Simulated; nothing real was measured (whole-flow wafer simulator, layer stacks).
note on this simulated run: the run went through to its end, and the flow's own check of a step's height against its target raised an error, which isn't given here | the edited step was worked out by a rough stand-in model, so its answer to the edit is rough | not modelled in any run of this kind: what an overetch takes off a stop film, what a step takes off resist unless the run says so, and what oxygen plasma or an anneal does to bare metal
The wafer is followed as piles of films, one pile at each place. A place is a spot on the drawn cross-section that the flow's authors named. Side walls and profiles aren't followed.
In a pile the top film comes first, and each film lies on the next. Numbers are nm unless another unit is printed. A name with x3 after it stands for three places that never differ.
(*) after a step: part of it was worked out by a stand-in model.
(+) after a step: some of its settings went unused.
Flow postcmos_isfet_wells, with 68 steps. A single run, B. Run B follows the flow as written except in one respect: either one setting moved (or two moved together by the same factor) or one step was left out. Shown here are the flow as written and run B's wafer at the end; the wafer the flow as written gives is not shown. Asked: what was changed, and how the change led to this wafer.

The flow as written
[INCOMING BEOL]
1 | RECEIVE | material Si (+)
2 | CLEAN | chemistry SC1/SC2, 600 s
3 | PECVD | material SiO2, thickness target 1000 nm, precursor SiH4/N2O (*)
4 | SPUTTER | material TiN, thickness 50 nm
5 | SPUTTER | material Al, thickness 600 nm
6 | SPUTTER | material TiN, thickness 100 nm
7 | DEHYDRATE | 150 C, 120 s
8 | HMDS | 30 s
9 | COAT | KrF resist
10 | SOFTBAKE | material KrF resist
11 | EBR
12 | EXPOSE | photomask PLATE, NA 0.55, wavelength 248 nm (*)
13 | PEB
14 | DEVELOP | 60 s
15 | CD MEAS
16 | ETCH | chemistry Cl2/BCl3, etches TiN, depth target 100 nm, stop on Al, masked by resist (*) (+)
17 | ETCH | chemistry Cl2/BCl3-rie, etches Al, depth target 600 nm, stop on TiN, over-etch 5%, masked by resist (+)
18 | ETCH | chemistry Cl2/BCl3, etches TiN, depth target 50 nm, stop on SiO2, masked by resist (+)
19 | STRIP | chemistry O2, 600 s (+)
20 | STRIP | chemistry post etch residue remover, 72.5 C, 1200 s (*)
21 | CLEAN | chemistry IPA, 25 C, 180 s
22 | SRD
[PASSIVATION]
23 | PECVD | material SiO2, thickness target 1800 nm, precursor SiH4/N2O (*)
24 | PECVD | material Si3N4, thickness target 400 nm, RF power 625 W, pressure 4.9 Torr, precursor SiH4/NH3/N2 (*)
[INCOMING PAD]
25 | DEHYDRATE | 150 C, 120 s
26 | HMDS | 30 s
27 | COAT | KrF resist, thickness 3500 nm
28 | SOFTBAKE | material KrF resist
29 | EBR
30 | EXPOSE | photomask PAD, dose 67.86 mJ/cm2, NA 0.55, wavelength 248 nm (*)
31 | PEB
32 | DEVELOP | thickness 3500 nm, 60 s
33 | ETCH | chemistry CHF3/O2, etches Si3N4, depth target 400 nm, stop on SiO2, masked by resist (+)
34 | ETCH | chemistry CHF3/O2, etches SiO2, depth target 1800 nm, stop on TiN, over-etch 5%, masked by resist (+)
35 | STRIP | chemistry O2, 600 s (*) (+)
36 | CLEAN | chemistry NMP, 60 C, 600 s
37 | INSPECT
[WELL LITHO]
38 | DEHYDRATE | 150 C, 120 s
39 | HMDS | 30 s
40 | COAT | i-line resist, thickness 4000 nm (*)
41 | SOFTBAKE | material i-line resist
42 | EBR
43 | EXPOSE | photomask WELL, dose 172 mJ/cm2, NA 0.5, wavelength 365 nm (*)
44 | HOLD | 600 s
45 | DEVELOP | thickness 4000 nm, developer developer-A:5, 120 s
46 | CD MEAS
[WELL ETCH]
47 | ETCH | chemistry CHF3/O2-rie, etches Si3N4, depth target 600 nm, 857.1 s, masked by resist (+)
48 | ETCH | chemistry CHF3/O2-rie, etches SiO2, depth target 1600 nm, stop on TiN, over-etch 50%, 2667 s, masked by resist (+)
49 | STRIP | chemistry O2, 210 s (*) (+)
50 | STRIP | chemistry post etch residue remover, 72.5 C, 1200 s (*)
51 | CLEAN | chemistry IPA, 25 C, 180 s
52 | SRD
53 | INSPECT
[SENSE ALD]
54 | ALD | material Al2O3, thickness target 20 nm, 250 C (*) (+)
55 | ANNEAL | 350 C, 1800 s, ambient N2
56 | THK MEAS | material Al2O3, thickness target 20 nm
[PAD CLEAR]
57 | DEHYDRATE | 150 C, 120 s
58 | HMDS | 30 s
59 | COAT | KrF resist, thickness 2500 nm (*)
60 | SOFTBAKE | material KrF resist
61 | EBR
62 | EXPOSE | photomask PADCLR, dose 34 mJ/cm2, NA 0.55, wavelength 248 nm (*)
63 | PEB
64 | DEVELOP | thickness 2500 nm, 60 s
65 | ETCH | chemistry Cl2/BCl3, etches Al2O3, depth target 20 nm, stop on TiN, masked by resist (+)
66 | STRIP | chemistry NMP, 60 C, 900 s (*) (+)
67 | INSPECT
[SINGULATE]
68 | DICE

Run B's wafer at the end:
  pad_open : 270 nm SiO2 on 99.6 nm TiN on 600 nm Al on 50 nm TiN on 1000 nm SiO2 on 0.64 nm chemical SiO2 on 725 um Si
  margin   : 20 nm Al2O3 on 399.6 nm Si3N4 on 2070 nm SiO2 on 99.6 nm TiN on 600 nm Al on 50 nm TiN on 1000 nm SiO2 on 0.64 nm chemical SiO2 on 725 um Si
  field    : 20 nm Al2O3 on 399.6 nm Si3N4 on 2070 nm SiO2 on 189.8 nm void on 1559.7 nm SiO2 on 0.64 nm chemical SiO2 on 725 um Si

Cause: step 23, PECVD: thickness target 2070 nm was run, though the flow has thickness target 1800 nm.
The wafer itself shows it: margin has SiO2 2070, and step 23 as written asks for 1800 nm.

The path from the change to this, step by step:
  23 | PECVD | material SiO2, thickness target 1800 nm, precursor SiH4/N2O (*)
      margin, well900, well1300 x3, pad_rim, pad_clr, pad_open: +2070 SiO2 (new film) (it would be, as written: +1800 SiO2 (new film))
      field: +2070 SiO2 (new film), +189.8 void (new film), +559.7 SiO2 (it would be, as written: +1800 SiO2 (new film), +189.9 void (new film), +559.7 SiO2)
  34 | ETCH | chemistry CHF3/O2, etches SiO2, depth target 1800 nm, stop on TiN, over-etch 5%, masked by resist (+)
      pad_open: -1800 SiO2 (it would be, as written: -1800 SiO2 (all of it))
  48 | ETCH | chemistry CHF3/O2-rie, etches SiO2, depth target 1600 nm, stop on TiN, over-etch 50%, 2667 s, masked by resist (+)
      well900, well1300 x3: -1870 SiO2 (all of it) (it would be, as written: -1600 SiO2 (all of it))
  59 | COAT | KrF resist, thickness 2500 nm (*)
      field: +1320 KrF resist (new film) (it would be, as written: +1449 KrF resist (new film))
      margin: +1319.9 KrF resist (new film) (it would be, as written: +1448.9 KrF resist (new film))
  63 | PEB
      field, margin: -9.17 KrF resist (it would be, as written: -10.1 KrF resist)
  66 | STRIP | chemistry NMP, 60 C, 900 s (*) (+)
      field: -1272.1 KrF resist (all of it) (it would be, as written: -1400.1 KrF resist (all of it))
      margin: -1272 KrF resist (all of it) (it would be, as written: -1400.1 KrF resist (all of it))
